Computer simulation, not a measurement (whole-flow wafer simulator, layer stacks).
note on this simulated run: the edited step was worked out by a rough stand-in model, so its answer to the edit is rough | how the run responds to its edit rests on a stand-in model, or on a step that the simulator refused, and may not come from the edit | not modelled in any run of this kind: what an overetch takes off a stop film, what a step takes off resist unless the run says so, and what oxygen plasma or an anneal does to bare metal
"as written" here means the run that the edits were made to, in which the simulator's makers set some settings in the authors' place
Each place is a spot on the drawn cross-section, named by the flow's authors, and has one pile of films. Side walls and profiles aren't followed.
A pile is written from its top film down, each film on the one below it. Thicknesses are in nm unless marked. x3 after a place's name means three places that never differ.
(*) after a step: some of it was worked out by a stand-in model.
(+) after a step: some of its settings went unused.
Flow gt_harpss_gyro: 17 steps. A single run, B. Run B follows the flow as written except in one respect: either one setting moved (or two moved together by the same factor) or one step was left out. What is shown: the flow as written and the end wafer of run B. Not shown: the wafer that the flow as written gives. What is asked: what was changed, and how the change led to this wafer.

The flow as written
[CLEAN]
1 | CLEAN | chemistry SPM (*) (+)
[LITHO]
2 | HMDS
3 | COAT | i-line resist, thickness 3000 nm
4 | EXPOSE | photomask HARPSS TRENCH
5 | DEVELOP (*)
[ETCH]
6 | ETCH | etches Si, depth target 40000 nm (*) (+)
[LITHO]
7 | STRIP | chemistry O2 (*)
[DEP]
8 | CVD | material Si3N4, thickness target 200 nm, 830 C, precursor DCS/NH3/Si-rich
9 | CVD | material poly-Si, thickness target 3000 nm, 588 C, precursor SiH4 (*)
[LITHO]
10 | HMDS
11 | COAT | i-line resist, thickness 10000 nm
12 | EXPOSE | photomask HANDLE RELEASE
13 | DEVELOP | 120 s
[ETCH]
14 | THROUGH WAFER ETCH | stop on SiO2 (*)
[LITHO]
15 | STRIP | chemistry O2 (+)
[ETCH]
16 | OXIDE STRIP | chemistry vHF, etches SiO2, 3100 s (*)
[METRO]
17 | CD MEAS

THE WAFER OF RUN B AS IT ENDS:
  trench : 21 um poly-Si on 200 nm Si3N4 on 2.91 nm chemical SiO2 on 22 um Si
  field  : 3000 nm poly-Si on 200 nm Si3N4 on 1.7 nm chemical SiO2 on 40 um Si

What caused this: step 6, ETCH: depth target 18000 nm was run, while the flow as written has depth target 40000 nm.

Step by step, how the change led to this:
  6 | ETCH | etches Si, depth target 40000 nm (*) (+)
      trench: -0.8 chemical SiO2 (all of it), -18 um Si (in the flow as written it would be: -0.8 chemical SiO2 (all of it), -40 um Si (all of it))
      field: -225 i-line resist (in the flow as written it would be: -500 i-line resist)
  7 | STRIP | chemistry O2 (*)
      trench: +2.91 chemical SiO2 (new film), -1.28 Si (in the flow as written it would be: nothing)
      field: -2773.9 i-line resist (all of it), +0.9 chemical SiO2, -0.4 Si (in the flow as written it would be: -2498.9 i-line resist (all of it), +0.87 chemical SiO2, -0.38 Si)
  8 | CVD | material Si3N4, thickness target 200 nm, 830 C, precursor DCS/NH3/Si-rich
      trench: +200 Si3N4 (new film) (in the flow as written it would be: +195.9 Si3N4 (new film))
  9 | CVD | material poly-Si, thickness target 3000 nm, 588 C, precursor SiH4 (*)
      trench: +21 um poly-Si (new film) (in the flow as written it would be: +43.01 um poly-Si (new film))
